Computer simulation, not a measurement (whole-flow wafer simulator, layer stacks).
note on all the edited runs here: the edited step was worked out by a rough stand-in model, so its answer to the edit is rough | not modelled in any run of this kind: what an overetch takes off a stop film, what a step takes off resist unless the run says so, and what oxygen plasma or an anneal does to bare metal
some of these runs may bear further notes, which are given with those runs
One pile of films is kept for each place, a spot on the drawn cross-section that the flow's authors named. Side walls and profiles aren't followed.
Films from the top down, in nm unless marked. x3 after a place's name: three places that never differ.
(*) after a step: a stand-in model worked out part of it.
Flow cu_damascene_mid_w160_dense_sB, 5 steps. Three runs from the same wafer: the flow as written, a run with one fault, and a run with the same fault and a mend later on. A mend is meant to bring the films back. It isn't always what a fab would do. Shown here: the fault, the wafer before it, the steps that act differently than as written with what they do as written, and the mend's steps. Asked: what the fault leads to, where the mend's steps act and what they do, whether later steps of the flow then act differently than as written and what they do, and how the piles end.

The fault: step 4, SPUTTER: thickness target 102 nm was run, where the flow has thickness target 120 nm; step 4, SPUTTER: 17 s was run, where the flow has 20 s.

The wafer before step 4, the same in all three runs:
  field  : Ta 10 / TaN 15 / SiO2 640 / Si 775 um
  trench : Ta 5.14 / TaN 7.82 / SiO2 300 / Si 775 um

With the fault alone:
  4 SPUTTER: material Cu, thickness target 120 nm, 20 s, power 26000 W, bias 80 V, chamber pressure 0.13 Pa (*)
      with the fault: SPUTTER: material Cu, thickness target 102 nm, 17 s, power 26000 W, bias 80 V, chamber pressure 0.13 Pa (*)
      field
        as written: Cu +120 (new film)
        with the fault: Cu +102 (new film)
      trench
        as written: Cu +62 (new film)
        with the fault: Cu +52.7 (new film)
  No later step of the flow acts differently than as written, at any place that is followed, by more than 2% or 0.5 nm, whichever is larger.
  At the end the piles differ from the flow's by more than 2% or 0.5 nm, whichever is larger, at field, trench.
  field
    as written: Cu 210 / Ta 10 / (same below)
    with the fault: Cu 192 / Ta 10 / (same below)
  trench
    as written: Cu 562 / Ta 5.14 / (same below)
    with the fault: Cu 544 / Ta 5.14 / (same below)

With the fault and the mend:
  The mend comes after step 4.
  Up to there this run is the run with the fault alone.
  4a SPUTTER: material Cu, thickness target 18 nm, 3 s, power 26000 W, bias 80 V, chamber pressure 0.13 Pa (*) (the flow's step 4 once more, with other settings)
      field
        Cu +18
      trench
        Cu +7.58
  No later step of the flow acts differently than as written, at any place that is followed, by more than 2% or 0.5 nm, whichever is larger.
  At the end the piles are the same as the flow's at every place that both follow.
